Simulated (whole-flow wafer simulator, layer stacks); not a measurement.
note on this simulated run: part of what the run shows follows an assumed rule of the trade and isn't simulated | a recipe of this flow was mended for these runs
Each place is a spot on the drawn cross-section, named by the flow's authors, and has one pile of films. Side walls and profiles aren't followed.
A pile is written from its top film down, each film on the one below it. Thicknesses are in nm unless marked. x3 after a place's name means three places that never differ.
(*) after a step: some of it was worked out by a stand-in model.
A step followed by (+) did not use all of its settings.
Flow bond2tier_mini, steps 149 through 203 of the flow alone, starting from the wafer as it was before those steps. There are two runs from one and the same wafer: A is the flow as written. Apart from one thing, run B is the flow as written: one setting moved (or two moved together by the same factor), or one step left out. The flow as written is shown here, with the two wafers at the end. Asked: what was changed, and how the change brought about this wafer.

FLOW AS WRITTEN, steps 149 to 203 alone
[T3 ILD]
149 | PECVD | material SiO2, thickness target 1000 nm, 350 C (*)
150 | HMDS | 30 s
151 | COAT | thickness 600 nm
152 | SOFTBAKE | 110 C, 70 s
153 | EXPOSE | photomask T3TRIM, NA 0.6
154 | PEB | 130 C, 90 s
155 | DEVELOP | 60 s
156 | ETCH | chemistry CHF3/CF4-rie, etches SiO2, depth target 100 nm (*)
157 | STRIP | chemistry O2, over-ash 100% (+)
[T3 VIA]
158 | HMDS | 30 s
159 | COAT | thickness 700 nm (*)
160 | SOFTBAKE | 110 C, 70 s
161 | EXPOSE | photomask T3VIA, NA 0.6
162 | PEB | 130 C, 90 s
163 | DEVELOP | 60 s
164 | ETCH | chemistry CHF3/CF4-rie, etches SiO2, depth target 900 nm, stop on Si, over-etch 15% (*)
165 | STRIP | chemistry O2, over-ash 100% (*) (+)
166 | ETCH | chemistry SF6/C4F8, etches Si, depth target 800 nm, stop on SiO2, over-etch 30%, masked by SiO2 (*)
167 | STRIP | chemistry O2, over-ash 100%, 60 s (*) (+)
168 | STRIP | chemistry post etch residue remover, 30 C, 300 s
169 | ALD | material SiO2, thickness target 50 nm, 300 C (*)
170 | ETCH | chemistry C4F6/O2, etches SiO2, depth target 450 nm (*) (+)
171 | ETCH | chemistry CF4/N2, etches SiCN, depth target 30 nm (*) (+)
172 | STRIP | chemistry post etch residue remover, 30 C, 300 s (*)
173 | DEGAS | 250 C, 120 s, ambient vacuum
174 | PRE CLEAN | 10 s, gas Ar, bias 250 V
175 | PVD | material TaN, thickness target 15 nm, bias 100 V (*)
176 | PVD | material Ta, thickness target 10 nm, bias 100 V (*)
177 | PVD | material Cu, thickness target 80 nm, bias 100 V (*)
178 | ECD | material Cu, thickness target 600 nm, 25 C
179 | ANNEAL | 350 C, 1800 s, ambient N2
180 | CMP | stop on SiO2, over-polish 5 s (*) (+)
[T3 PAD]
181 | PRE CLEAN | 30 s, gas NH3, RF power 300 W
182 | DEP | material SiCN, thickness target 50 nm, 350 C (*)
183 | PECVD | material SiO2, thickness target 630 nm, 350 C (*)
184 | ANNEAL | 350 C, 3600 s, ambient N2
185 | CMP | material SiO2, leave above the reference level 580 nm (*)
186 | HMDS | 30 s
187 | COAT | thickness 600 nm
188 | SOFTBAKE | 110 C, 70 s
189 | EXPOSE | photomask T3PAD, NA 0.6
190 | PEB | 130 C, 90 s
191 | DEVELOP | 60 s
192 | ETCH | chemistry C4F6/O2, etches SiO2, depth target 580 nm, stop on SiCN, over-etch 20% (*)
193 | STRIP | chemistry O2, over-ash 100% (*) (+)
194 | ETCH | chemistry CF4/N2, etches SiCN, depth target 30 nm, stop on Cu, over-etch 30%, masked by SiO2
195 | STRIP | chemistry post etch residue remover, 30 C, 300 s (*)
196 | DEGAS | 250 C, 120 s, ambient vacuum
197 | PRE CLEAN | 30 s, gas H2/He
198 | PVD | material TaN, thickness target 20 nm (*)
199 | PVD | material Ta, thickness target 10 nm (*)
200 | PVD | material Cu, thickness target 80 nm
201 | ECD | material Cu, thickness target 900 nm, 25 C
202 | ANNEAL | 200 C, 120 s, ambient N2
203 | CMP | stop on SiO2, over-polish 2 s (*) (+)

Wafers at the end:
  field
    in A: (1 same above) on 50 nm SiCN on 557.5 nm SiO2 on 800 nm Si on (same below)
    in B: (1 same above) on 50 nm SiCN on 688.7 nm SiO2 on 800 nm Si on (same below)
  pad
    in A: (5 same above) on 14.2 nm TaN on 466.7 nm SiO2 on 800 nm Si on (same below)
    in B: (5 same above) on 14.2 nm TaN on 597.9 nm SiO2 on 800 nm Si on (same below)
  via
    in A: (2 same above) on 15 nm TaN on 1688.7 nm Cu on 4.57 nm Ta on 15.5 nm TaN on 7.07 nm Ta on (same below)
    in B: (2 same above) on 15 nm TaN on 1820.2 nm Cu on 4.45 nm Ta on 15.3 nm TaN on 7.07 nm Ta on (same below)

The reason: step 149, PECVD: thickness target 1131 nm was run, though the flow has thickness target 1000 nm.

How this came from the change, step by step:
  149 | PECVD | material SiO2, thickness target 1000 nm, 350 C (*)
      field, pad, via: A +1000 SiO2 (new film) | B +1131.3 SiO2 (new film)
  164 | ETCH | chemistry CHF3/CF4-rie, etches SiO2, depth target 900 nm, stop on Si, over-etch 15% (*)
      via: A -900 SiO2 (all of it), -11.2 Si | B -1031.3 SiO2 (all of it), -0.31 Si
  177 | PVD | material Cu, thickness target 80 nm, bias 100 V (*)
      via: A +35 Cu (new film) | B +33.9 Cu (new film)
  178 | ECD | material Cu, thickness target 600 nm, 25 C
      via: A +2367 Cu | B +2499.6 Cu
